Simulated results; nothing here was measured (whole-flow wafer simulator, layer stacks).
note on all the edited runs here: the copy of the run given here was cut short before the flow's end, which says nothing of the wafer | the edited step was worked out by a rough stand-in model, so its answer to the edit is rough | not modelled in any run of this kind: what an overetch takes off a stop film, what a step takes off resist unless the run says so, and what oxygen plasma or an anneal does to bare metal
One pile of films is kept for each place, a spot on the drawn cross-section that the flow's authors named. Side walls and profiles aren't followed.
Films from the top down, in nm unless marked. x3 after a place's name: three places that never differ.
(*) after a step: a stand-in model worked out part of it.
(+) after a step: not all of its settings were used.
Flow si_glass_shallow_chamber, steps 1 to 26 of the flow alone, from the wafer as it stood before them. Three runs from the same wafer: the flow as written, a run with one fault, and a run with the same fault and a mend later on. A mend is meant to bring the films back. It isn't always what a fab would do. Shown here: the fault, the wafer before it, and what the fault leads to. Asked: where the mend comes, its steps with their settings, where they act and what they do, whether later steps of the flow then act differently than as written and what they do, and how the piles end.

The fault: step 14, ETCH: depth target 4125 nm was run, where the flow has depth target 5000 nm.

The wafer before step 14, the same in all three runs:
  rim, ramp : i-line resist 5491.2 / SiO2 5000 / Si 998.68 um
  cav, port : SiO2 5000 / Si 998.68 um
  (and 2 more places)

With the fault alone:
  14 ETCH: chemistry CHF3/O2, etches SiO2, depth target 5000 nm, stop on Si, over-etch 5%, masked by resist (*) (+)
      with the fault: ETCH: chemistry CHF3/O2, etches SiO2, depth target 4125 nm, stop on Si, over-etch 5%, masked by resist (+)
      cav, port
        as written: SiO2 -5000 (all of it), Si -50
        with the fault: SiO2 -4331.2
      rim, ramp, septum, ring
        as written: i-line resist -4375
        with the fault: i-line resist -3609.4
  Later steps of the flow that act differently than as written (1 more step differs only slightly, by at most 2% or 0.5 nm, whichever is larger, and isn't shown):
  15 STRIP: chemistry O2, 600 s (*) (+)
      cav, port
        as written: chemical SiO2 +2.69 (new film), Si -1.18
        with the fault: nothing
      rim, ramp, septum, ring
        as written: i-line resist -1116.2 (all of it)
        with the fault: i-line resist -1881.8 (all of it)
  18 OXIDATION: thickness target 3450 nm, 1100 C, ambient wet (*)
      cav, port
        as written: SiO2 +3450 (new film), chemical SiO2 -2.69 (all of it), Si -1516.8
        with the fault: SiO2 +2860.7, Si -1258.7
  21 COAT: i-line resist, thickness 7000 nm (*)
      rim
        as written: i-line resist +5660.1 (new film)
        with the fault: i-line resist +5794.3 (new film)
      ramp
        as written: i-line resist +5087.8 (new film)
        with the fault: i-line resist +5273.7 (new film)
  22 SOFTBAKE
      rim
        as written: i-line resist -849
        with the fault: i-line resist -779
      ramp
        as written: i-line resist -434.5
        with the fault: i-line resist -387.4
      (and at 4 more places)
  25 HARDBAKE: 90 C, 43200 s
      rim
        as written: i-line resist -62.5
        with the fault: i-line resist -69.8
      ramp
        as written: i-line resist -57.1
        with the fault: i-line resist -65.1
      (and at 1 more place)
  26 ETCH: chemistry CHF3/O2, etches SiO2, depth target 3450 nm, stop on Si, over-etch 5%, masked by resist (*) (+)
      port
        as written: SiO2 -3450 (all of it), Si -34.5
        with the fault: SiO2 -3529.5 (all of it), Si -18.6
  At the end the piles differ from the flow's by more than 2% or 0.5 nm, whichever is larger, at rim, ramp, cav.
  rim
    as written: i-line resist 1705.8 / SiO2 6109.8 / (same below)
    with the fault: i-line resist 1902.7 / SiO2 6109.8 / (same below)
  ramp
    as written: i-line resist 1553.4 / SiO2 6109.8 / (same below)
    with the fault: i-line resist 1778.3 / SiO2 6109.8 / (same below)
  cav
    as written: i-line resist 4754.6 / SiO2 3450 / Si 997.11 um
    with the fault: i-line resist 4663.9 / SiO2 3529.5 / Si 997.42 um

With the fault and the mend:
  The mend comes after step 14.
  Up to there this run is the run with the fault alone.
  14a ETCH: chemistry CHF3/O2, etches SiO2, depth target 875 nm, stop on Si, over-etch 5%, masked by resist (*) (the flow's step 14 once more, with other settings)
      rim, ramp, septum, ring
        i-line resist -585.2
      cav, port
        SiO2 -668.8 (all of it), Si -50
  Later steps of the flow that act differently than as written:
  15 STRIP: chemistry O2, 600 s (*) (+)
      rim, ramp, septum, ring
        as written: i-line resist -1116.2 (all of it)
        with the mend: i-line resist -1296.6 (all of it)
  At the end the piles are the same as the flow's at every place that both follow.
